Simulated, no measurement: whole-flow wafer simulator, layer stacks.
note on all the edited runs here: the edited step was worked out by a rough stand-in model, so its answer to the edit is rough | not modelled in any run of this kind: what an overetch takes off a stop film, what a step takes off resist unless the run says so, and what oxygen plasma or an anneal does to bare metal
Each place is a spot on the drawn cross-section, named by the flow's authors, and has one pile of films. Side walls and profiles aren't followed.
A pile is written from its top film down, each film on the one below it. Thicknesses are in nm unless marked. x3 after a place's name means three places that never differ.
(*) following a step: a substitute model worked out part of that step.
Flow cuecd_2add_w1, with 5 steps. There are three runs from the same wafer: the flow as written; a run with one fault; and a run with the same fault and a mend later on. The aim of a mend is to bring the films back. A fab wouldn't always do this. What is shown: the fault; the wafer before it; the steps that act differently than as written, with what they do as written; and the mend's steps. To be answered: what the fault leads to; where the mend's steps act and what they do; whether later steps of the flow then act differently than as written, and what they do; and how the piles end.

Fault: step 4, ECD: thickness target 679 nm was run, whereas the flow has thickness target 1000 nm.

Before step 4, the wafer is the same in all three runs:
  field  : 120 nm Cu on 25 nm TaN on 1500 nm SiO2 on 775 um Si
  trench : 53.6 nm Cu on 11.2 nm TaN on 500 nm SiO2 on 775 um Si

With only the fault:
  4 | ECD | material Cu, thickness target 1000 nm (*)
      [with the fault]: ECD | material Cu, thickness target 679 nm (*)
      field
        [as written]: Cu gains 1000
        [with the fault]: Cu gains 679
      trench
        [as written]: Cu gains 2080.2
        [with the fault]: Cu gains 1759.2
  None of the later steps of the flow acts differently than as written at any place that is followed.
  By the end, the piles at field, trench depart from the flow's by more than 2% or 0.5 nm, whichever is larger.
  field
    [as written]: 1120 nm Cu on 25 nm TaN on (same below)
    [with the fault]: 799 nm Cu on 25 nm TaN on (same below)
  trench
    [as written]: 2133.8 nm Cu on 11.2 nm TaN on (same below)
    [with the fault]: 1812.8 nm Cu on 11.2 nm TaN on (same below)

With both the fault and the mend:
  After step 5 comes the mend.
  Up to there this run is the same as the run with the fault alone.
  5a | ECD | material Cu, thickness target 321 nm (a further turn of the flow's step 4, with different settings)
      field, trench
        Cu gains 321
  None of the later steps of the flow acts differently than as written at any place that is followed.
  At every place that both follow, the piles at the end match the flow's.
